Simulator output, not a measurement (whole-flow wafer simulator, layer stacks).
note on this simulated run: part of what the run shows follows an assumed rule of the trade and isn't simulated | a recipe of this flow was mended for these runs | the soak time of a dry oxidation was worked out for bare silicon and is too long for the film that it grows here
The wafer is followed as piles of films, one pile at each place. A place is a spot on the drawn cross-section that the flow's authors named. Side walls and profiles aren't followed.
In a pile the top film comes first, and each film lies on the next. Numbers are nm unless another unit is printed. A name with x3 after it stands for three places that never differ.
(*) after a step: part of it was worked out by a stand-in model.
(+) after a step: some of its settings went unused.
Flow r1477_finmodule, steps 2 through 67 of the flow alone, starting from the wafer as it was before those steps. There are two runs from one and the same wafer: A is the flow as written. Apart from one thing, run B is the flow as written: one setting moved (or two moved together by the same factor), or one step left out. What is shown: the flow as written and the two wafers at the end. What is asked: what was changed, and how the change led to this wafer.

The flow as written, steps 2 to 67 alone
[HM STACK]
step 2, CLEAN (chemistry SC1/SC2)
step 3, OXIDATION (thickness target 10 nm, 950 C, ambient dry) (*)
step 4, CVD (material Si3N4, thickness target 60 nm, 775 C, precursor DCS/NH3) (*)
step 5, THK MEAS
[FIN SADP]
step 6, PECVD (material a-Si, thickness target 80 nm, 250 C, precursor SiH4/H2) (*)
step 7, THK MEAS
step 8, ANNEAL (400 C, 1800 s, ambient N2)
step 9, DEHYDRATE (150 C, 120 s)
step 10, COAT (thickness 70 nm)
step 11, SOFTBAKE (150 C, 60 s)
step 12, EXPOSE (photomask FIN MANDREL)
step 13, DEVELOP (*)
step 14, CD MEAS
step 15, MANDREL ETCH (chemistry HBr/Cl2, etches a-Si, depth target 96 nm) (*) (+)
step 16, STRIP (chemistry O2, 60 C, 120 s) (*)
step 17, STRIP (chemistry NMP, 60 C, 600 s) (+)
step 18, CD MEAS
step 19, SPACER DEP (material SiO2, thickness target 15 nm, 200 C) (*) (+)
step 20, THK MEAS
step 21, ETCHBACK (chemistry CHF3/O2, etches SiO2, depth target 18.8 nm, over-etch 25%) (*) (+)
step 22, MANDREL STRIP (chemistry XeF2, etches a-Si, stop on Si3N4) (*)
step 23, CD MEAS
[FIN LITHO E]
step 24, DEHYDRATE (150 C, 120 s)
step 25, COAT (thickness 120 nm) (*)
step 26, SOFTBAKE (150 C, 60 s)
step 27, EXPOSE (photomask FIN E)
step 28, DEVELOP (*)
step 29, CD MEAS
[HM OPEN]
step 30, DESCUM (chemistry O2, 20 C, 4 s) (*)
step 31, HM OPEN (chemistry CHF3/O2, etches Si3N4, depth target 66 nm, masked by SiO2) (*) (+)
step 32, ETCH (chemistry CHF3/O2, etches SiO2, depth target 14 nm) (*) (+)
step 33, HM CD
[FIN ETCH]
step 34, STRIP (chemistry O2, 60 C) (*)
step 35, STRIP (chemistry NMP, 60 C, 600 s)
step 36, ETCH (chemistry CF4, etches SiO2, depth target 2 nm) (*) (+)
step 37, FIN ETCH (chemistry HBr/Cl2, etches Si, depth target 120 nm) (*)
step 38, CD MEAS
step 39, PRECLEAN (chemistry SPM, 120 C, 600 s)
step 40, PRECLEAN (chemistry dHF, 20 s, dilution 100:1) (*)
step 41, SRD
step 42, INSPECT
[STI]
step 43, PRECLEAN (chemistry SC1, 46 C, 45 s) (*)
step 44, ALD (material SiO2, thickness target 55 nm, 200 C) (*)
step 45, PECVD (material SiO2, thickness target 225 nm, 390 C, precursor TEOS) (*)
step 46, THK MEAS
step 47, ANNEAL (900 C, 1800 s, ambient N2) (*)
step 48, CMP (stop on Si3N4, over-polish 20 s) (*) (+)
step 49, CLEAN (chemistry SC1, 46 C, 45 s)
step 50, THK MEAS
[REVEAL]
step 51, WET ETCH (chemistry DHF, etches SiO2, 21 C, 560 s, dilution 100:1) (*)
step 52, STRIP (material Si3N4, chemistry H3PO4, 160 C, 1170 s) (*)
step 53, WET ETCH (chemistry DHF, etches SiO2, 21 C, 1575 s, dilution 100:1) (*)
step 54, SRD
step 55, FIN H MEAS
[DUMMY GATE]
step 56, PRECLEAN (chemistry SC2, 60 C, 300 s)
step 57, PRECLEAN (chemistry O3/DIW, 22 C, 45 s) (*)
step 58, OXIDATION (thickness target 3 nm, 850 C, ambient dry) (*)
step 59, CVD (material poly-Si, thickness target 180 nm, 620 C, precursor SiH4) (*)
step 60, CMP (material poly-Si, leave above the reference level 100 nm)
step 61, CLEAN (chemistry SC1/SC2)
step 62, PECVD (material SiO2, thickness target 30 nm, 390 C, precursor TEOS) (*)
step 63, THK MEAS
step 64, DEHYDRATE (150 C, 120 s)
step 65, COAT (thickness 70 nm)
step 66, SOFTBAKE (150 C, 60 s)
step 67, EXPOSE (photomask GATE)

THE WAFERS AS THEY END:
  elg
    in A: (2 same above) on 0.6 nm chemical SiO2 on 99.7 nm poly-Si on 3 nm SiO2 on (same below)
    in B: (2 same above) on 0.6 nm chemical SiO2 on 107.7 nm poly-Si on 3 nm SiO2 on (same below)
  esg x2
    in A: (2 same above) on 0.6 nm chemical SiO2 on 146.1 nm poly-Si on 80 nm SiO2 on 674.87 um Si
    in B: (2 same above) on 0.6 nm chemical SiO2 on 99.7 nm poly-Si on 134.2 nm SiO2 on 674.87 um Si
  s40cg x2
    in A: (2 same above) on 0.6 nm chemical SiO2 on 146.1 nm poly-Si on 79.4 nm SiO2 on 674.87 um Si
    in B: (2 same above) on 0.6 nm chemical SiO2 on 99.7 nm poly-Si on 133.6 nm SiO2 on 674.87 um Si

Cause: step 53, WET ETCH: 492.2 s was run, while the flow as written has 1575 s.

How this came from the change, step by step:
  step 53, WET ETCH (chemistry DHF, etches SiO2, 21 C, 1575 s, dilution 100:1) (*)
      esg x2, e40sg x2, e100sg x2 and 14 more: A -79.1 SiO2 | B -24.7 SiO2
      pad x2: A -85.7 SiO2 | B -26.8 SiO2
  step 59, CVD (material poly-Si, thickness target 180 nm, 620 C, precursor SiH4) (*)
      esg x2, e40sg x2, e100sg x2 and 12 more: A +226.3 poly-Si (new film) | B +180 poly-Si (new film)
      s40sg_line x2, s45sg_line x2, s50sg_line x2: A +180 poly-Si (new film) | B +188 poly-Si (new film)
      (and at 7 other places as well)
  step 60, CMP (material poly-Si, leave above the reference level 100 nm)
      pad x2: A -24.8 poly-Si | B -75.6 poly-Si
      e100lg x2: A -80 poly-Si | B -78.3 poly-Si
      (and at 5 other places as well)
